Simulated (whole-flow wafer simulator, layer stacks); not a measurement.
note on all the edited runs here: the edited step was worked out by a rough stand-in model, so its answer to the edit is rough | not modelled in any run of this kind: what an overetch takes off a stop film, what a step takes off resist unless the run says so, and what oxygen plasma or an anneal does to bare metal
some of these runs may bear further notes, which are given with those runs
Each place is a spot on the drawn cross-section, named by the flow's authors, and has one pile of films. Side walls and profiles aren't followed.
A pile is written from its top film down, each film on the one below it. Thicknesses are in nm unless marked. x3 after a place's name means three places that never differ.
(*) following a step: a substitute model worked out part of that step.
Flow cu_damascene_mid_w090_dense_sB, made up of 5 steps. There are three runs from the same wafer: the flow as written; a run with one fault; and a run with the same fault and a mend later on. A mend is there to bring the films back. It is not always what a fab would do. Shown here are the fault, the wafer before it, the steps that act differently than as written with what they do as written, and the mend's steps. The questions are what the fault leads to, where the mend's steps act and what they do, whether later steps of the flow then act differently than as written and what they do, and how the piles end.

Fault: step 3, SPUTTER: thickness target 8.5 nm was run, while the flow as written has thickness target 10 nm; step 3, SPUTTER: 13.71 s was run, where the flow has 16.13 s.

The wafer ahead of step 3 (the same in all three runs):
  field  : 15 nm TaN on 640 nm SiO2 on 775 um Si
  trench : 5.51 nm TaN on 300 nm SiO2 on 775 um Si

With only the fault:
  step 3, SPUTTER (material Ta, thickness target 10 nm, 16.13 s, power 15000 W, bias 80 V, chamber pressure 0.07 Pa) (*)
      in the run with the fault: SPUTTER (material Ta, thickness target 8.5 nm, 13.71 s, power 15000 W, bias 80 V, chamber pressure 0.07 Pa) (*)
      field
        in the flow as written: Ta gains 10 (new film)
        in the run with the fault: Ta gains 8.5 (new film)
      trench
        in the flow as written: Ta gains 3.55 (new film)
        in the run with the fault: Ta gains 3.01 (new film)
  Later steps of the flow that are run all act as written at every place that is followed, up to a difference of at most 2% or 0.5 nm, whichever is larger.
  By the end, the piles at field, trench depart from the flow's by more than 2% or 0.5 nm, whichever is larger.
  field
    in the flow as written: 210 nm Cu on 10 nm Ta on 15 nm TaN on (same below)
    in the run with the fault: 210 nm Cu on 8.5 nm Ta on 15 nm TaN on (same below)
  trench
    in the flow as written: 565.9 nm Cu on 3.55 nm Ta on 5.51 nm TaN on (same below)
    in the run with the fault: 565 nm Cu on 3.01 nm Ta on 5.51 nm TaN on (same below)

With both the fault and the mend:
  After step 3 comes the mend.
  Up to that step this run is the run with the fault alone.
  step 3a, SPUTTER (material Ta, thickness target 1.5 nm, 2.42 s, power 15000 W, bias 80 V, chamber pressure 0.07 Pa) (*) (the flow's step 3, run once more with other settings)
      field
        Ta gains 1.5
      trench
        Ta gains 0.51
  Later steps of the flow that are run all act as written at every place that is followed.
  When the end is reached, the piles differ only a little from the flow's at the places that both follow, at most by 2% or 0.5 nm, whichever is larger.
